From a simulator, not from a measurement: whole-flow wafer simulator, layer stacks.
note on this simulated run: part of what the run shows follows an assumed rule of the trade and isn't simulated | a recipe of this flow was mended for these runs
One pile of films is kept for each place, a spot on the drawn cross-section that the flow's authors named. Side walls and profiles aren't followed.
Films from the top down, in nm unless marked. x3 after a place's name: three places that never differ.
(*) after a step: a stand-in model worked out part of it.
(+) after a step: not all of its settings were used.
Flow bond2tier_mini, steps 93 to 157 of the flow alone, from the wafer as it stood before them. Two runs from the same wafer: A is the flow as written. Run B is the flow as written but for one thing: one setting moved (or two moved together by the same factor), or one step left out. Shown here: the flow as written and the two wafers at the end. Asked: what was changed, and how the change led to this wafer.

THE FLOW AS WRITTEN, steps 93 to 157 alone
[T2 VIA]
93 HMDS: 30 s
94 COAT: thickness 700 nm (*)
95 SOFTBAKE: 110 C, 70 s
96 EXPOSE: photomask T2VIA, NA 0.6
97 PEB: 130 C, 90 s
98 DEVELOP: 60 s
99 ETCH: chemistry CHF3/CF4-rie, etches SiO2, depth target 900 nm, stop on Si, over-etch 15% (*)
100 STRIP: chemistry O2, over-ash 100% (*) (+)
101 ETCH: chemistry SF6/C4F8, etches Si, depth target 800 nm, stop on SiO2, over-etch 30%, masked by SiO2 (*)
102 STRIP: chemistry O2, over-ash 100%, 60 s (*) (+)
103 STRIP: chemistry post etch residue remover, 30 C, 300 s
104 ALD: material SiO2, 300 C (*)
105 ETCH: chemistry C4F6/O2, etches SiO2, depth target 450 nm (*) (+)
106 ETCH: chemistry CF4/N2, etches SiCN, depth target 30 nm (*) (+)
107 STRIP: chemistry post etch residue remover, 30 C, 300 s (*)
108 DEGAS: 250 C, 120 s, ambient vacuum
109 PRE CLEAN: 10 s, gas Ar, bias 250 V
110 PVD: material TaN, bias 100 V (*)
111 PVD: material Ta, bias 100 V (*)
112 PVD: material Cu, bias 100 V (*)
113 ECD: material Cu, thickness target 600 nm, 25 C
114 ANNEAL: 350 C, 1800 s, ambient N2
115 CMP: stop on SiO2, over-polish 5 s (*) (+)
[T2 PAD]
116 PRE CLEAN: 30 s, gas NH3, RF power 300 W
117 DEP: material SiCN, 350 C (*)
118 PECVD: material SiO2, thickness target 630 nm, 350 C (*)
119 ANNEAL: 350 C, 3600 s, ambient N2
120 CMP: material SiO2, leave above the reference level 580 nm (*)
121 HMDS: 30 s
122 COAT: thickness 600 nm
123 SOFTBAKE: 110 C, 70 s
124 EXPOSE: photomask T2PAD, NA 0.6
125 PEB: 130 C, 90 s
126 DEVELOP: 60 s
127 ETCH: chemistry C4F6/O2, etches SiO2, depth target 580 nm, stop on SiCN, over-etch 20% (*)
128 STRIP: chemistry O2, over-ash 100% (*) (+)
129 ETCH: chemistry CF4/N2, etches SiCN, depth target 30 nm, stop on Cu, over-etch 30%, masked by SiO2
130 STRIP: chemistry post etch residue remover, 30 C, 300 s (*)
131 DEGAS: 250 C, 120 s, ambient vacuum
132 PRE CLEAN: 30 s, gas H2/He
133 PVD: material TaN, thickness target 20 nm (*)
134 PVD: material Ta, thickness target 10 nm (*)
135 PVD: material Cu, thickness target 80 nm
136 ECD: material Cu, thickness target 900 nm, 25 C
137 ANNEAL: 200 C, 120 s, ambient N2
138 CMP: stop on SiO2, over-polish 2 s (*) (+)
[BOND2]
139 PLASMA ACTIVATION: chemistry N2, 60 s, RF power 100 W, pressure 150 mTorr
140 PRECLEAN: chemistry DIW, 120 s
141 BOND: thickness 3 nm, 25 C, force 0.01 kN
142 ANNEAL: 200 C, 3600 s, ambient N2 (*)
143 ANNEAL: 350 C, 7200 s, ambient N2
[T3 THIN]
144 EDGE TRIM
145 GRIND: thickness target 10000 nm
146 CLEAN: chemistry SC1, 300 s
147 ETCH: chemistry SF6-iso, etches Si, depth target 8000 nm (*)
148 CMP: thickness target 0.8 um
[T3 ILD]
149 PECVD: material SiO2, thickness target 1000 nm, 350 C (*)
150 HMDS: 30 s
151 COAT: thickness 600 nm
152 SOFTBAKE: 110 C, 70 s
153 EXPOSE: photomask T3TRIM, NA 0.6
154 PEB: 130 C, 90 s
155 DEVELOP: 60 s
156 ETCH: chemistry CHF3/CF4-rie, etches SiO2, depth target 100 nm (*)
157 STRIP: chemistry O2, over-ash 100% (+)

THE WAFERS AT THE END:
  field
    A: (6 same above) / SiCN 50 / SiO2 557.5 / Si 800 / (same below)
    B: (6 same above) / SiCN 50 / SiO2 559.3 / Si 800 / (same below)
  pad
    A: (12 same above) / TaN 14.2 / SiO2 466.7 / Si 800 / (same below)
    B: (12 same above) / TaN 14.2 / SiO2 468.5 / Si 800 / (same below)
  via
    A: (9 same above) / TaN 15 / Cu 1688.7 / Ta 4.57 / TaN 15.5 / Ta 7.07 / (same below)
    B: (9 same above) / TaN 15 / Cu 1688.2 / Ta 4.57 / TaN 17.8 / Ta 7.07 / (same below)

The cause: step 109, PRE CLEAN: 4 s was run, where the flow has 10 s.

How the change led to this, step by step:
  109 PRE CLEAN: 10 s, gas Ar, bias 250 V
      field, pad: A SiO2 -3 | B SiO2 -1.2
      via: A TaN -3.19 | B TaN -0.87
